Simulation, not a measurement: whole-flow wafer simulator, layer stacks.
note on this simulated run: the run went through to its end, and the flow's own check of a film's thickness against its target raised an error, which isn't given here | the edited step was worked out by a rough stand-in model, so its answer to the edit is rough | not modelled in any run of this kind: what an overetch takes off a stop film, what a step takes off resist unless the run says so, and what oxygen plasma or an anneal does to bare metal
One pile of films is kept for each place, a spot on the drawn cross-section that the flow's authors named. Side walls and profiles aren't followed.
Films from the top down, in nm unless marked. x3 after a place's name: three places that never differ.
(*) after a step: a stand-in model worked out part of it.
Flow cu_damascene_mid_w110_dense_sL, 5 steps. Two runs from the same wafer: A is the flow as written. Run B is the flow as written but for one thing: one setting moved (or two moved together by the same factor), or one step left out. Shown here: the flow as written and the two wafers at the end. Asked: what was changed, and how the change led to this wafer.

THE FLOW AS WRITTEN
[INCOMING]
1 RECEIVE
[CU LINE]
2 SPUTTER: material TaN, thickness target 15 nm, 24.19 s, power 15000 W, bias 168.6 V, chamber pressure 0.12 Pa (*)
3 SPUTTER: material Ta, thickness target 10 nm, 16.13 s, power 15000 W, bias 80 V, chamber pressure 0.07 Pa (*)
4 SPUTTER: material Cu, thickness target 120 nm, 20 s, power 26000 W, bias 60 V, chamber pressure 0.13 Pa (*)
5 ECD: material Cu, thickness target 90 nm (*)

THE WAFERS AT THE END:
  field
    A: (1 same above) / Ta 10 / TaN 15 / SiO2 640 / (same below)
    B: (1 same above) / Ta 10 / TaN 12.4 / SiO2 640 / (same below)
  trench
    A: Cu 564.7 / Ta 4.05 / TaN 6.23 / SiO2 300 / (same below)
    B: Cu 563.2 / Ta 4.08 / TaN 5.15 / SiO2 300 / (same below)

The cause: step 2, SPUTTER: thickness target 12.4 nm was run, where the flow has thickness target 15 nm; step 2, SPUTTER: 19.96 s was run, where the flow has 24.19 s.
It can be read off the wafer: field has TaN 12.4, and step 2 as written asks for 15 nm.

How the change led to this, step by step:
  2 SPUTTER: material TaN, thickness target 15 nm, 24.19 s, power 15000 W, bias 168.6 V, chamber pressure 0.12 Pa (*)
      field: A TaN +15 (new film) | B TaN +12.4 (new film)
      trench: A TaN +6.23 (new film) | B TaN +5.15 (new film)
